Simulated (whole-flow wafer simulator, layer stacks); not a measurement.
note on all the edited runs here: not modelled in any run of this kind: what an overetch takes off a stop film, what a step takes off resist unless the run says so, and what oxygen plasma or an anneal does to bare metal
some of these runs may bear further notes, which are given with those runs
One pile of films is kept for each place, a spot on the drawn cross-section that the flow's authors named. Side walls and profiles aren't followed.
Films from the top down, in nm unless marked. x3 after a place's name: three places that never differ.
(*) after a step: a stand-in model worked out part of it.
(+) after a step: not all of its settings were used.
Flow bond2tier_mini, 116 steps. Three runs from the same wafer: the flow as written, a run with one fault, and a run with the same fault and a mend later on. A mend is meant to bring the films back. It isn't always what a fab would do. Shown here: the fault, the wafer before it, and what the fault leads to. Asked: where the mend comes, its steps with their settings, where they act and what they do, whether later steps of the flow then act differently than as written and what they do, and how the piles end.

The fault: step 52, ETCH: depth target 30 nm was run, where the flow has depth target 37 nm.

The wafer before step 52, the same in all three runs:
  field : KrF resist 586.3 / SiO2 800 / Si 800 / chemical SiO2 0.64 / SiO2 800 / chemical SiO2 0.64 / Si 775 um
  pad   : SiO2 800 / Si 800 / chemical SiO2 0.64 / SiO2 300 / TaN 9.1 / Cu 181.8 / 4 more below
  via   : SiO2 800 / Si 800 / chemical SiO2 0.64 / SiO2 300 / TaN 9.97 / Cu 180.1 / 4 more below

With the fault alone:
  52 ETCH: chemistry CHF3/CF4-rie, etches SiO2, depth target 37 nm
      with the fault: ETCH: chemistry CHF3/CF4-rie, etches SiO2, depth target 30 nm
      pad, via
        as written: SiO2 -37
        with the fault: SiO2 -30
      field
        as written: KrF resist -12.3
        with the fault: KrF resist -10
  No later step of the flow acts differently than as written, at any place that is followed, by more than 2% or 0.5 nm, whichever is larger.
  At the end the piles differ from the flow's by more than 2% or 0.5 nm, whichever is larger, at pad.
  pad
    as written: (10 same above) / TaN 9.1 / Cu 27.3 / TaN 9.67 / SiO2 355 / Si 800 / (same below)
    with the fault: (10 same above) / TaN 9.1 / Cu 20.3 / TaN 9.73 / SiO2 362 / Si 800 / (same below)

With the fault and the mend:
  The mend comes after step 53.
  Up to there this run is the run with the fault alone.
  53a COAT: KrF resist, thickness 600 nm (*) (the flow's step 47 once more)
      field
        KrF resist +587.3 (new film)
      pad
        KrF resist +613.3 (new film)
      via
        KrF resist +611.6 (new film)
  53b SOFTBAKE: KrF resist (the flow's step 48 once more)
      changes no film at any place that is followed
  53c EXPOSE: photomask T2TRIM, NA 0.6 (the flow's step 49 once more)
      changes no film at any place that is followed
  53d PEB: KrF resist (the flow's step 50 once more)
      changes no film at any place that is followed
  53e DEVELOP: developer TMAH-0.26N, 60 s (the flow's step 51 once more)
      field
        KrF resist -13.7
      pad
        KrF resist -613.3 (all of it)
      via
        KrF resist -611.6 (all of it)
  53f ETCH: chemistry CHF3/CF4-rie, etches SiO2, depth target 7 nm (the flow's step 52 once more, with other settings)
      pad, via
        SiO2 -7
      field
        KrF resist -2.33
  53g STRIP: chemistry O2, over-ash 100% (+) (the flow's step 53 once more)
      field
        KrF resist -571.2 (all of it)
  No later step of the flow acts differently than as written at any place that is followed.
  At the end the piles are the same as the flow's at every place that both follow.
